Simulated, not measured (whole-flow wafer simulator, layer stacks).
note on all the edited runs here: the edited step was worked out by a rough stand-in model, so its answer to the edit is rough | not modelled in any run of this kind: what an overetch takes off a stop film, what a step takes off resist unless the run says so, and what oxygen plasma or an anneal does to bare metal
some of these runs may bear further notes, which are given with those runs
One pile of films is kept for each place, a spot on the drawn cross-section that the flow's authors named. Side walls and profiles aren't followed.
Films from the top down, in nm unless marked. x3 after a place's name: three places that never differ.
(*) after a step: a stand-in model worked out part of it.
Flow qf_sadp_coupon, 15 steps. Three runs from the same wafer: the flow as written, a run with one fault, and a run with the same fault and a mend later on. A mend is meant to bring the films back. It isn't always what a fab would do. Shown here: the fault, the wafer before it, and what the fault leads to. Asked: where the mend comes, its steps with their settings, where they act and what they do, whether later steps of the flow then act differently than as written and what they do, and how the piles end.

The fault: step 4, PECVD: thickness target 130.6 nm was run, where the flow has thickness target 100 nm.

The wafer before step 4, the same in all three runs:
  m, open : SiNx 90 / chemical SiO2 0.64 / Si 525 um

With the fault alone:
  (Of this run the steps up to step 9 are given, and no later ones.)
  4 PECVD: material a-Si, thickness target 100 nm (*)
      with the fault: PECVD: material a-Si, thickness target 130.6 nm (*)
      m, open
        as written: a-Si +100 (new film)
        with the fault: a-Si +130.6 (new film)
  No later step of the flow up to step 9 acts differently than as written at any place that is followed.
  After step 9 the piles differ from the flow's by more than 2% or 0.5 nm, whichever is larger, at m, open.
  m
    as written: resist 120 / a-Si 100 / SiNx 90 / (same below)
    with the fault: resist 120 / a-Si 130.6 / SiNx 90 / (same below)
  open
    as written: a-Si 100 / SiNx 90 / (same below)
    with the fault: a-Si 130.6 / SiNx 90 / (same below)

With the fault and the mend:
  The mend comes after step 4.
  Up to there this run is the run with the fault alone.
  4a ETCH: chemistry tmah, depth target 150.2 nm
      m, open
        a-Si -130.6 (all of it)
  4b PECVD: material a-Si, thickness target 100 nm (*) (the flow's step 4 once more)
      m, open
        a-Si +100 (new film)
  No later step of the flow acts differently than as written at any place that is followed.
  At the end the piles are the same as the flow's at every place that both follow.
